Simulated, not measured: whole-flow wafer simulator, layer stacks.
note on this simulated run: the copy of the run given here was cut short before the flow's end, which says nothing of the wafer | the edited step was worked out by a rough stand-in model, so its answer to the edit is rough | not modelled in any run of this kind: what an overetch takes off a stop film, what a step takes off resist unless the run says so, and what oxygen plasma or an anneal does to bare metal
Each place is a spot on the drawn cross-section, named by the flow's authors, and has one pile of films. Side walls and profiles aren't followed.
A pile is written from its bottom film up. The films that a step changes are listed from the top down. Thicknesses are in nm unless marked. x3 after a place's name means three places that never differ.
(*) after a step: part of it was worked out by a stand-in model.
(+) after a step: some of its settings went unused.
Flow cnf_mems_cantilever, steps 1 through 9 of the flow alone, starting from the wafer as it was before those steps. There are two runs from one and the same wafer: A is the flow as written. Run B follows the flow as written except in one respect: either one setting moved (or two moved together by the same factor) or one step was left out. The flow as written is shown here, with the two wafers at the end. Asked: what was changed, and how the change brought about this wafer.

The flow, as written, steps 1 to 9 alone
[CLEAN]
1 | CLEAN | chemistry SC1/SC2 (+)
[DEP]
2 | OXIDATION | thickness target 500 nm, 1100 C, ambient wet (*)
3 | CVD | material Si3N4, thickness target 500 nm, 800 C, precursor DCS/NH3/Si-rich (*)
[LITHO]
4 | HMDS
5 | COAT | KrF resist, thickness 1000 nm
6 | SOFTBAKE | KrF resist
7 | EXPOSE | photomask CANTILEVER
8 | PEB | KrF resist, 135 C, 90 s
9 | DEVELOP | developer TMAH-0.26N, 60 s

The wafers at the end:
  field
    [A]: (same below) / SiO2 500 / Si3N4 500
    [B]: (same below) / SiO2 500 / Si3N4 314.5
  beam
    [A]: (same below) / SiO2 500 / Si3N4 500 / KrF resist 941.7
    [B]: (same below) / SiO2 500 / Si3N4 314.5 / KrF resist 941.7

Cause: step 3, CVD: 768 C was run, while the flow as written has 800 C.

How this came from the change, step by step:
  3 | CVD | material Si3N4, thickness target 500 nm, 800 C, precursor DCS/NH3/Si-rich (*)
      field, beam: A +500 Si3N4 (new film) | B +314.5 Si3N4 (new film)
